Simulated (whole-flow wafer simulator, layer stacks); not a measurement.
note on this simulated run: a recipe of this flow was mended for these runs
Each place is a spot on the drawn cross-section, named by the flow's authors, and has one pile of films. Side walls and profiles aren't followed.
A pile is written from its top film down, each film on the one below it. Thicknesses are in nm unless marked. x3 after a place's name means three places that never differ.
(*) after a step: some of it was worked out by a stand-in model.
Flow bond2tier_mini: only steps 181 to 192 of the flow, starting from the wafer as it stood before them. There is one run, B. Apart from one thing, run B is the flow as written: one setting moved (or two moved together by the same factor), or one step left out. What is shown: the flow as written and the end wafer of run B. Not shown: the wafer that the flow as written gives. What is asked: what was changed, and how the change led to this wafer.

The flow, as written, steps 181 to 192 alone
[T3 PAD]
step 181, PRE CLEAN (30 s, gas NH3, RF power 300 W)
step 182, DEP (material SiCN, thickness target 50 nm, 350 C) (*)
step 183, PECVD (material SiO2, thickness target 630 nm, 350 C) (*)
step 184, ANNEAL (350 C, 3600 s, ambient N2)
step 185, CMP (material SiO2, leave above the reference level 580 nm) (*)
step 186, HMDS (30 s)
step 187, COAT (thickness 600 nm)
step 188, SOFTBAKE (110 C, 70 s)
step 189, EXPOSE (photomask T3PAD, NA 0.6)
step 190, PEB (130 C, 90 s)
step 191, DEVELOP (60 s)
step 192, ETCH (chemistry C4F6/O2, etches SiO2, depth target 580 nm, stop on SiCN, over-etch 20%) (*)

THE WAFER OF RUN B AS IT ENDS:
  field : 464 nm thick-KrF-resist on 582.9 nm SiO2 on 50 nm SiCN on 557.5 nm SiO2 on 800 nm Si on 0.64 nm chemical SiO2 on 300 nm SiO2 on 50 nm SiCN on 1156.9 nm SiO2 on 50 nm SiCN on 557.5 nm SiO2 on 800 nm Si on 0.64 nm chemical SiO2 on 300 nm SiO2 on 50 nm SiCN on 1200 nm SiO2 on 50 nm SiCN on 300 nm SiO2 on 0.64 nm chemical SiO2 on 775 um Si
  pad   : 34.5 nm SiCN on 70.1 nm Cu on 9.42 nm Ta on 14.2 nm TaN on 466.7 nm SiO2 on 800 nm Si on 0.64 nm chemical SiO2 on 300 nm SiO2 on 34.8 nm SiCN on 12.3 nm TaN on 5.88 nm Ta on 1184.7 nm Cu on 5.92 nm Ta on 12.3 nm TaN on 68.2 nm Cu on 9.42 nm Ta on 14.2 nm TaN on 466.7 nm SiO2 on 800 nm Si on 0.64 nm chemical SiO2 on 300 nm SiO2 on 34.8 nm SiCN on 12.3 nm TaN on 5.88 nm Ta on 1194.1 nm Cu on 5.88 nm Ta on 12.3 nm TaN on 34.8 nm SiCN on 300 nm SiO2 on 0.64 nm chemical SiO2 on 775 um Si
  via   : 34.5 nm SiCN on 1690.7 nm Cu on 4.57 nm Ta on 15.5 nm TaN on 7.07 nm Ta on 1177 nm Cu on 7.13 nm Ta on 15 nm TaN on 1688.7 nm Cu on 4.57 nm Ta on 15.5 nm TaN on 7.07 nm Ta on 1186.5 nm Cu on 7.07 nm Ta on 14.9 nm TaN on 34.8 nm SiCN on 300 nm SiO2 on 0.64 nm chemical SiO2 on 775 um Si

What caused this: step 192, ETCH: over-etch 15.8% was run, whereas the flow has over-etch 20%.

How this came from the change, step by step:
  step 192, ETCH (chemistry C4F6/O2, etches SiO2, depth target 580 nm, stop on SiCN, over-etch 20%) (*)
      pad, via: SiO2 loses 580 (all of it), SiCN loses 15.5 (it would be, as written: SiO2 loses 580 (all of it), SiCN loses 19.6)
      field: thick-KrF-resist loses 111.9 (it would be, as written: thick-KrF-resist loses 116)
